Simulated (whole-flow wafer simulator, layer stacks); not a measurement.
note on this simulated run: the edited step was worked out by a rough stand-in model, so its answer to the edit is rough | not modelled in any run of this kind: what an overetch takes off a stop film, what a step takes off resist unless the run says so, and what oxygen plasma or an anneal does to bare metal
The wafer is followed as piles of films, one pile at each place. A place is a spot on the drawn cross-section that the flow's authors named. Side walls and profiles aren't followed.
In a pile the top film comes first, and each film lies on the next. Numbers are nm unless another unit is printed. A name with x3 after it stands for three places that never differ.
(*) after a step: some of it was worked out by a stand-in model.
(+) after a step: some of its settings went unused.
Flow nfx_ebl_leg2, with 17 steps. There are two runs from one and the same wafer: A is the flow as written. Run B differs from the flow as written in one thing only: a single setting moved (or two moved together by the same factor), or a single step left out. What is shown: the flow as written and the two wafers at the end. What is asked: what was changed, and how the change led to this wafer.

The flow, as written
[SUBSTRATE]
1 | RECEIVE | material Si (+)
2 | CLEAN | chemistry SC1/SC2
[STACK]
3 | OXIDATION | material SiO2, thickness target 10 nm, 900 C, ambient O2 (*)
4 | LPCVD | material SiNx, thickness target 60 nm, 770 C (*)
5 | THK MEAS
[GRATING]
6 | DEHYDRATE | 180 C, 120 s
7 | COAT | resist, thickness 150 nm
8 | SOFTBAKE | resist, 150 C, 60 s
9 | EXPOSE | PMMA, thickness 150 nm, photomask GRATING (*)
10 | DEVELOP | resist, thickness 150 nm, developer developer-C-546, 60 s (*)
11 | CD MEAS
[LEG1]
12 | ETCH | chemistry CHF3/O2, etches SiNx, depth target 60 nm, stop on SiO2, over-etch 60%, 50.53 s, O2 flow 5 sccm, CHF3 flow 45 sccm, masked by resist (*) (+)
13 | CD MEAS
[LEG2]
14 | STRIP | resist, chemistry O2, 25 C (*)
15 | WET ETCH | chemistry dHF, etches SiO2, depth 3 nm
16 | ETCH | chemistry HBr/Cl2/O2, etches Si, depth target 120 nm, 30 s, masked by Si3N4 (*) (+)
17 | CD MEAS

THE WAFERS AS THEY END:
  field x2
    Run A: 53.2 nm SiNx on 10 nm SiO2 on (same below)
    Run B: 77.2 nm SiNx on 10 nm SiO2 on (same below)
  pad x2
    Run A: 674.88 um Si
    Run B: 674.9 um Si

Cause: step 4, LPCVD: thickness target 84 nm was run, whereas the flow has thickness target 60 nm.

How this came from the change, step by step:
  4 | LPCVD | material SiNx, thickness target 60 nm, 770 C (*)
      field x2, pad x2: A +60 SiNx (new film) | B +84 SiNx (new film)
  12 | ETCH | chemistry CHF3/O2, etches SiNx, depth target 60 nm, stop on SiO2, over-etch 60%, 50.53 s, O2 flow 5 sccm, CHF3 flow 45 sccm, masked by resist (*) (+)
      pad x2: A -60 SiNx (all of it), -10 SiO2 (all of it) | B -84 SiNx (all of it), -6 SiO2
  14 | STRIP | resist, chemistry O2, 25 C (*)
      pad x2: A +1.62 chemical SiO2 (new film), -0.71 Si | B nothing
  15 | WET ETCH | chemistry dHF, etches SiO2, depth 3 nm
      pad x2: A -1.62 chemical SiO2 (all of it) | B -3 SiO2
  16 | ETCH | chemistry HBr/Cl2/O2, etches Si, depth target 120 nm, 30 s, masked by Si3N4 (*) (+)
      pad x2: A -120 Si | B -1 SiO2 (all of it), -100 Si
